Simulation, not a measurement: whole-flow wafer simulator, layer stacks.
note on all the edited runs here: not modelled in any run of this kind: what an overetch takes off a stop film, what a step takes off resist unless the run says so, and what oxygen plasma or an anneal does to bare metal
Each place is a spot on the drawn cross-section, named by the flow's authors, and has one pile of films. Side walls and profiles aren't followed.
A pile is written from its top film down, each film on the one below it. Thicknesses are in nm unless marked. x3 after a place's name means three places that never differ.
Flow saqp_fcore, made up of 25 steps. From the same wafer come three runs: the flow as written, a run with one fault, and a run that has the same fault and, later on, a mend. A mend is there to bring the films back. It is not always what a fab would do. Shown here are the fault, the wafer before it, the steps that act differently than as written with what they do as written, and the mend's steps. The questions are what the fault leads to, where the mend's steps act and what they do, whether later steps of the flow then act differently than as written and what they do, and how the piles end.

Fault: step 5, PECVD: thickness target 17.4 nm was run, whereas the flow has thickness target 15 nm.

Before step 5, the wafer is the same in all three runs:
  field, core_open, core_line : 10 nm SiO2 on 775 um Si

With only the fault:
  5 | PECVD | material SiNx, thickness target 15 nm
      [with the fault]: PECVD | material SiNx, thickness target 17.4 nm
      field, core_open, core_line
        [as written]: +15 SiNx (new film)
        [with the fault]: +17.4 SiNx (new film)
  Every later step of the flow that is run acts as written at every place that is followed.
  At field, core_open, core_line, the piles at the end differ from the flow's by more than 2% or 0.5 nm, whichever is larger.
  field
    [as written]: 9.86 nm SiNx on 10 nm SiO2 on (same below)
    [with the fault]: 12.3 nm SiNx on 10 nm SiO2 on (same below)
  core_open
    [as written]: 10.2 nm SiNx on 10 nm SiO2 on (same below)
    [with the fault]: 12.6 nm SiNx on 10 nm SiO2 on (same below)
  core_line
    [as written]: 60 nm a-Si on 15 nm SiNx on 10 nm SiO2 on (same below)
    [with the fault]: 60 nm a-Si on 17.4 nm SiNx on 10 nm SiO2 on (same below)

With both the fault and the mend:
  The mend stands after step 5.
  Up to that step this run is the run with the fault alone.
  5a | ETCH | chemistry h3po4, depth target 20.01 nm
      field, core_open, core_line
        -17.4 SiNx (all of it)
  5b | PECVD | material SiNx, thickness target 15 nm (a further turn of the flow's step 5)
      field, core_open, core_line
        +15 SiNx (new film)
  Every later step of the flow that is run acts as written at every place that is followed.
  By the end, the piles equal the flow's at every place that both follow.
